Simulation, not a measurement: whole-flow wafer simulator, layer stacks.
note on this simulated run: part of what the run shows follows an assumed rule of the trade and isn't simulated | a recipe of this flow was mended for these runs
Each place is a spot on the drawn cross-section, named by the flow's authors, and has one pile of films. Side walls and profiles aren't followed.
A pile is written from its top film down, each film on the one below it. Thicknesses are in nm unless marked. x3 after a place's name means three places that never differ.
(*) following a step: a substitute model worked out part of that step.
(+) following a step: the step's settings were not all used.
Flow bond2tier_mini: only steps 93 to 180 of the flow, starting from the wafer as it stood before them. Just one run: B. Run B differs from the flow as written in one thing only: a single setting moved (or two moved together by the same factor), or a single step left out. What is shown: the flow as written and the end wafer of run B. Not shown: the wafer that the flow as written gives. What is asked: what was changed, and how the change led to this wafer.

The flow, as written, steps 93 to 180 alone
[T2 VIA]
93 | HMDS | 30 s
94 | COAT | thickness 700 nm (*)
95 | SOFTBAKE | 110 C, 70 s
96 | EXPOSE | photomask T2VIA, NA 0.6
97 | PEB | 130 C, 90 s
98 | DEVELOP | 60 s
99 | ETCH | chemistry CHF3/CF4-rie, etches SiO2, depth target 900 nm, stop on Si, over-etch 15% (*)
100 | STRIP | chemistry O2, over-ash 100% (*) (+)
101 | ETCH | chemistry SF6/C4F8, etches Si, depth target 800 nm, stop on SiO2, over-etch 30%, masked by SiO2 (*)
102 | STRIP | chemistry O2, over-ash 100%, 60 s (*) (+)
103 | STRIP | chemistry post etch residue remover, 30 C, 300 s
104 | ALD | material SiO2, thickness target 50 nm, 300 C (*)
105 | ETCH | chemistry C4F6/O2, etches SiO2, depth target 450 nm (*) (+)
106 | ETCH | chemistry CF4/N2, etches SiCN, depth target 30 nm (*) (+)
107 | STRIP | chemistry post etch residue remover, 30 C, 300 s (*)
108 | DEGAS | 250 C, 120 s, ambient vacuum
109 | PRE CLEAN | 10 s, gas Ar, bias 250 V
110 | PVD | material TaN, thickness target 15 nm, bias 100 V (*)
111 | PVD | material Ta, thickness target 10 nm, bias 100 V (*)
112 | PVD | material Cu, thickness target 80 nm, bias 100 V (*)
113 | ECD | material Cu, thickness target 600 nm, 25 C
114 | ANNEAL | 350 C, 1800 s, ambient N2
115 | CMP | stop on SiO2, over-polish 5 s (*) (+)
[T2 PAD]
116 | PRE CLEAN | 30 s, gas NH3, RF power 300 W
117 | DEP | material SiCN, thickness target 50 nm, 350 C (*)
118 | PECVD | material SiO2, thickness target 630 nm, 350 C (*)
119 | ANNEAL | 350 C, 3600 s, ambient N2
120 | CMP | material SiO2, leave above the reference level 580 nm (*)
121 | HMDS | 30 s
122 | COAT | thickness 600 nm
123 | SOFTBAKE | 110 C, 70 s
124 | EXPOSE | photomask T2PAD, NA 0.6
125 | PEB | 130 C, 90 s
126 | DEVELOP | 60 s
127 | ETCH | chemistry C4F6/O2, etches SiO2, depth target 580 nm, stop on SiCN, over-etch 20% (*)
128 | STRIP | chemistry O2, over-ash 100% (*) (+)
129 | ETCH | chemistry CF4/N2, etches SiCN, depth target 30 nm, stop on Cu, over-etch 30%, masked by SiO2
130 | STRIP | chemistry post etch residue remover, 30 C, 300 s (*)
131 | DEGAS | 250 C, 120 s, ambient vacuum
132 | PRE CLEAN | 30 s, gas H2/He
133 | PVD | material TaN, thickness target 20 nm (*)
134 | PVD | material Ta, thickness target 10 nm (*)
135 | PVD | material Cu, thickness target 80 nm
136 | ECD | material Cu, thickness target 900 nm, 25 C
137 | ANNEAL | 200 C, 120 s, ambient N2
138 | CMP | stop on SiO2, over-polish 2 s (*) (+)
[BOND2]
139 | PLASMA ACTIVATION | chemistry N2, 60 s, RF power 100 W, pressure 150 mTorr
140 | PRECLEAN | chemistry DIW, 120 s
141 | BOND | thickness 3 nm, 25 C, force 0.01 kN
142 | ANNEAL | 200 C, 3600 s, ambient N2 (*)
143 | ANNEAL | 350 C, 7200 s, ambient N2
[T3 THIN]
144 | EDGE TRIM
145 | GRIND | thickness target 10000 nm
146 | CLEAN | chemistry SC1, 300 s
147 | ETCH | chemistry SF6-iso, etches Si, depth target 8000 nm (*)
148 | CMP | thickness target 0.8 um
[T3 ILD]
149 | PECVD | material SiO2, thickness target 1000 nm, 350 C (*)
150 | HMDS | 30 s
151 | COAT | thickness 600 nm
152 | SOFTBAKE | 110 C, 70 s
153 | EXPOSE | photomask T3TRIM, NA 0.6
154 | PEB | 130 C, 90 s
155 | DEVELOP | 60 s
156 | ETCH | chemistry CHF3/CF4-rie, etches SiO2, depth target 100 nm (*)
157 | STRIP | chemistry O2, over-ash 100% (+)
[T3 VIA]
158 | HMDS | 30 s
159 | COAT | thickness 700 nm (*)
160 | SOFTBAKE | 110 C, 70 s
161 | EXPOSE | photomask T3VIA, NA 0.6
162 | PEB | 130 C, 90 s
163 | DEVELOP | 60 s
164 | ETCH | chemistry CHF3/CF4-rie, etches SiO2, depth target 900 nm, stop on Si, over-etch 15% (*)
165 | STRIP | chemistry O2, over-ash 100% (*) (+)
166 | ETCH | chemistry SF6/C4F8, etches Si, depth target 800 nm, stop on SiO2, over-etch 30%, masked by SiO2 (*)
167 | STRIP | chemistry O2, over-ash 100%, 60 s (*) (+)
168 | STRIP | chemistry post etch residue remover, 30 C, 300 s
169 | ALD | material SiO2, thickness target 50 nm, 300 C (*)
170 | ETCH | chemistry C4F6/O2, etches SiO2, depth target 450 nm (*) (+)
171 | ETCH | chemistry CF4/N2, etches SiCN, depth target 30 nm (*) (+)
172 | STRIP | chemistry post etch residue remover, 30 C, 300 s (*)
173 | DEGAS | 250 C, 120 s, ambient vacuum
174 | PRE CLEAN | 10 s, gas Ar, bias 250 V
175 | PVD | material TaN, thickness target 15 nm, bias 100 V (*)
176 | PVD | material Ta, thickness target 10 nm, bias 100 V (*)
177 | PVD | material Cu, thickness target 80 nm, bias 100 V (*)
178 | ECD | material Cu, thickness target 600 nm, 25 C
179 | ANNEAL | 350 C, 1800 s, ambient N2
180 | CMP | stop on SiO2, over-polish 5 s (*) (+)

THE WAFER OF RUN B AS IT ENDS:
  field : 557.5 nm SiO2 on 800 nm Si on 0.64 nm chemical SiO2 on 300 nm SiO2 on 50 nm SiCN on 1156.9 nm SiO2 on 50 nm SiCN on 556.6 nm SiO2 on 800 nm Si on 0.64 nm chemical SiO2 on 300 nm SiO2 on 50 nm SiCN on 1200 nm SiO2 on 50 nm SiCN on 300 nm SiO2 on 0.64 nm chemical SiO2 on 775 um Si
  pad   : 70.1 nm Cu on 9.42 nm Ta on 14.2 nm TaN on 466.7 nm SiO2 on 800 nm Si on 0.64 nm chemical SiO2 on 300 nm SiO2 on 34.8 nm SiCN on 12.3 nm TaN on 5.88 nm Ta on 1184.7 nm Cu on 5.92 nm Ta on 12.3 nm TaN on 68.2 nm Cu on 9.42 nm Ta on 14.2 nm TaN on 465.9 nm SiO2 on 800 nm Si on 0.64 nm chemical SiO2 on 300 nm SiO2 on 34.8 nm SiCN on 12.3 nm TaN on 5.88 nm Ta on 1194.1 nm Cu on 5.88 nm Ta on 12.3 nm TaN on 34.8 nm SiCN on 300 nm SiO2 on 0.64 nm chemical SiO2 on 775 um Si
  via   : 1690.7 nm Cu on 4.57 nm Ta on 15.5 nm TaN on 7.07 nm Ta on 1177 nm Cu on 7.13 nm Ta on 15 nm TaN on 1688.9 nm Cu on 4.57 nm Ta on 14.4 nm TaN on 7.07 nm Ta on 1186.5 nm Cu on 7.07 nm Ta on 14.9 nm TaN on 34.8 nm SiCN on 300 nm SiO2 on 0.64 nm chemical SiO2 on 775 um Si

Cause: step 109, PRE CLEAN: bias 362 V was run, whereas the flow has bias 250 V.

The path from the change to this, step by step:
  109 | PRE CLEAN | 10 s, gas Ar, bias 250 V
      field, pad: SiO2 loses 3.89 (as written it would have been: SiO2 loses 3)
      via: TaN loses 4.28 (as written it would have been: TaN loses 3.19)
